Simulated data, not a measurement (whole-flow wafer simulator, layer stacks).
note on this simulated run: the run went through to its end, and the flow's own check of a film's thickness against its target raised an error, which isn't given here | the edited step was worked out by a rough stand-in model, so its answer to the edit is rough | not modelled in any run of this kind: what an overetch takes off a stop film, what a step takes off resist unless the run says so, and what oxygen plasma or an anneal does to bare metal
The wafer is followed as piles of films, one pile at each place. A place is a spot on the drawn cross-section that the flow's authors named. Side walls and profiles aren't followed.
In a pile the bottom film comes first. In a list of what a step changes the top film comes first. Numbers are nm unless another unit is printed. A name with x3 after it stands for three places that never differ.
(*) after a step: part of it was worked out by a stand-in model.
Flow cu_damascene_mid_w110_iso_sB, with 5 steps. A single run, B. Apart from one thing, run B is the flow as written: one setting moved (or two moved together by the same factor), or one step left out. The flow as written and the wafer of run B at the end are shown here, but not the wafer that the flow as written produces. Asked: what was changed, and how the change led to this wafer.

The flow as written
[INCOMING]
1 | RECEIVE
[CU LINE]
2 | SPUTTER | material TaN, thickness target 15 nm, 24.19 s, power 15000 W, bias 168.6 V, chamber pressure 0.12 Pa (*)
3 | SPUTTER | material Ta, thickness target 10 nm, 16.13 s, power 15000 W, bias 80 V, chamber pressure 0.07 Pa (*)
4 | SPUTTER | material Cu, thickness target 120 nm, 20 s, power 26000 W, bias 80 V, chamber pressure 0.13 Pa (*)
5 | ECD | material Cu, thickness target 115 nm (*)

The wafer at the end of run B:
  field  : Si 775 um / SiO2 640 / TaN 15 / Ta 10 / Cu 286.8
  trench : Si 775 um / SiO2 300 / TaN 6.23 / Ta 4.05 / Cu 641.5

What caused this: step 5, ECD: thickness target 166.8 nm was run, though the flow has thickness target 115 nm.

Step by step, how the change led to this:
  5 | ECD | material Cu, thickness target 115 nm (*)
      field: Cu gains 166.8 (it would be, as written: Cu gains 115)
      trench: Cu gains 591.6 (it would be, as written: Cu gains 539.8)
